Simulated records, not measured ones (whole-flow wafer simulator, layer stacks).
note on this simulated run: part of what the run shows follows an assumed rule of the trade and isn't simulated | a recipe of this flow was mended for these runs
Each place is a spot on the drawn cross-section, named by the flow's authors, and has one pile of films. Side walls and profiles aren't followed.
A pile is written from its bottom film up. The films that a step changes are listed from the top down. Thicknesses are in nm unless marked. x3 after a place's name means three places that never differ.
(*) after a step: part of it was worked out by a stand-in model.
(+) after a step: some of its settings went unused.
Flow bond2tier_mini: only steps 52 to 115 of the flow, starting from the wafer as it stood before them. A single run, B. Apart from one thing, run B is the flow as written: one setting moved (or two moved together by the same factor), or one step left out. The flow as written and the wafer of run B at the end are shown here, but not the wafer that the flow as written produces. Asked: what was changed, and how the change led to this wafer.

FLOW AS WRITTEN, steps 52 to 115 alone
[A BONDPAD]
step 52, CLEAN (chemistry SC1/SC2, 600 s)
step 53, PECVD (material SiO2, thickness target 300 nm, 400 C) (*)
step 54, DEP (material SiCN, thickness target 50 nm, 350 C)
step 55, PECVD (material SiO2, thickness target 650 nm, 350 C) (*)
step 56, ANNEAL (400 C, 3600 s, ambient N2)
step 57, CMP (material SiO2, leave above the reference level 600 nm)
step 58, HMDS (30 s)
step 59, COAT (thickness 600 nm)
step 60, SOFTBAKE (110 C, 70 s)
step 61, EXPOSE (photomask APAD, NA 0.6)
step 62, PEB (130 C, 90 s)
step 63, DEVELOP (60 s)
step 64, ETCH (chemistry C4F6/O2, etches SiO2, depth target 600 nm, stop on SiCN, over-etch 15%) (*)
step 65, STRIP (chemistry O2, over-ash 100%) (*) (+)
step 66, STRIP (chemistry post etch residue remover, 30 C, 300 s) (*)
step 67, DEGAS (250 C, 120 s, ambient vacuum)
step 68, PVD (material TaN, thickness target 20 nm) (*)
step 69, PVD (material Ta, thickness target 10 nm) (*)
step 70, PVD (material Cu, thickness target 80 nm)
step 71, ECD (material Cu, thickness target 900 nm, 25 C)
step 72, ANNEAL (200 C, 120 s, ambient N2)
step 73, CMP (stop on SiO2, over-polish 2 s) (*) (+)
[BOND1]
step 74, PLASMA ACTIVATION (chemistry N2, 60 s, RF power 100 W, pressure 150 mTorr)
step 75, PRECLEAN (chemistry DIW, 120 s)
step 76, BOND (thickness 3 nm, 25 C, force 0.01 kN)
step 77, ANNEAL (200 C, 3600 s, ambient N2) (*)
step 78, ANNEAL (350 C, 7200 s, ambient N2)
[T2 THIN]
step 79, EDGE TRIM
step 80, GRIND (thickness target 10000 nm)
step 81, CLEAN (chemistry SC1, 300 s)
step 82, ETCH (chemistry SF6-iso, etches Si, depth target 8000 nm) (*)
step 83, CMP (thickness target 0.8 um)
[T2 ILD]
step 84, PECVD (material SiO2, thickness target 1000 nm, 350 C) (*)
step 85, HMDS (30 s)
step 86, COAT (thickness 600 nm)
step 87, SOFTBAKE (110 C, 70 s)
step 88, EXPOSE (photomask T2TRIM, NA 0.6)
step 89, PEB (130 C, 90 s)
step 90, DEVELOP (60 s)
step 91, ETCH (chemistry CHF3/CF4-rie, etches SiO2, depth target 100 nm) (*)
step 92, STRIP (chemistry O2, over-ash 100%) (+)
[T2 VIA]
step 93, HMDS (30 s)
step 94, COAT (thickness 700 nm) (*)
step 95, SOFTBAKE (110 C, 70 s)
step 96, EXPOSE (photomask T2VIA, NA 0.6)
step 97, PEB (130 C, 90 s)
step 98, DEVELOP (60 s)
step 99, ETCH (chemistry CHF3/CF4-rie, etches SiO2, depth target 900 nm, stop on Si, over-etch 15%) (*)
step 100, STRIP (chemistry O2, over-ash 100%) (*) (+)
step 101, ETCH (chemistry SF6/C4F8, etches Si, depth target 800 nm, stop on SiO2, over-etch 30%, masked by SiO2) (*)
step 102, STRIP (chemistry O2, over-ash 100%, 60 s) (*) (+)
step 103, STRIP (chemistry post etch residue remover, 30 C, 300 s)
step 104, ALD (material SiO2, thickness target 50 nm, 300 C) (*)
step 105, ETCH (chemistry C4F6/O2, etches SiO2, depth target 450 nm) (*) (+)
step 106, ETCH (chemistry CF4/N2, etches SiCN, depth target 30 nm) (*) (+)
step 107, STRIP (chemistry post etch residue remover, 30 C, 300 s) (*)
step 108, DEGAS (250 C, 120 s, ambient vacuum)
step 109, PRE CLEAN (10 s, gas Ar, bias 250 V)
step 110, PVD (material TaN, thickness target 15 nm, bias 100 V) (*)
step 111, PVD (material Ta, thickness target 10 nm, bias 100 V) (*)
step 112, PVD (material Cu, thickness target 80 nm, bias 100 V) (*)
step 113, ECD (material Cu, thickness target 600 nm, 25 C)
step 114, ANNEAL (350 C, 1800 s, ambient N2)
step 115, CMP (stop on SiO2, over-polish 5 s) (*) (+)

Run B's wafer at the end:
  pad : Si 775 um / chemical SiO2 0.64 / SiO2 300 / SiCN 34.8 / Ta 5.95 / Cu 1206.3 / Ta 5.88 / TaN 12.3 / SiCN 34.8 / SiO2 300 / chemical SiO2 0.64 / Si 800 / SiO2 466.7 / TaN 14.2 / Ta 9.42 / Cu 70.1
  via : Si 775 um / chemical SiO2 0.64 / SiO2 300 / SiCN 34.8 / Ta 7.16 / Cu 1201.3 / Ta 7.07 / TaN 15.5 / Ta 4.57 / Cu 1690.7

What caused this: step 68, PVD: material TaN, thickness target 20 nm (*), was not run.

How this came from the change, step by step:
  step 73, CMP (stop on SiO2, over-polish 2 s) (*) (+)
      field: Cu loses 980 (all of it), Ta loses 10 (all of it) (in the flow as written it would be: Cu loses 980 (all of it), Ta loses 10 (all of it), TaN loses 20 (all of it))
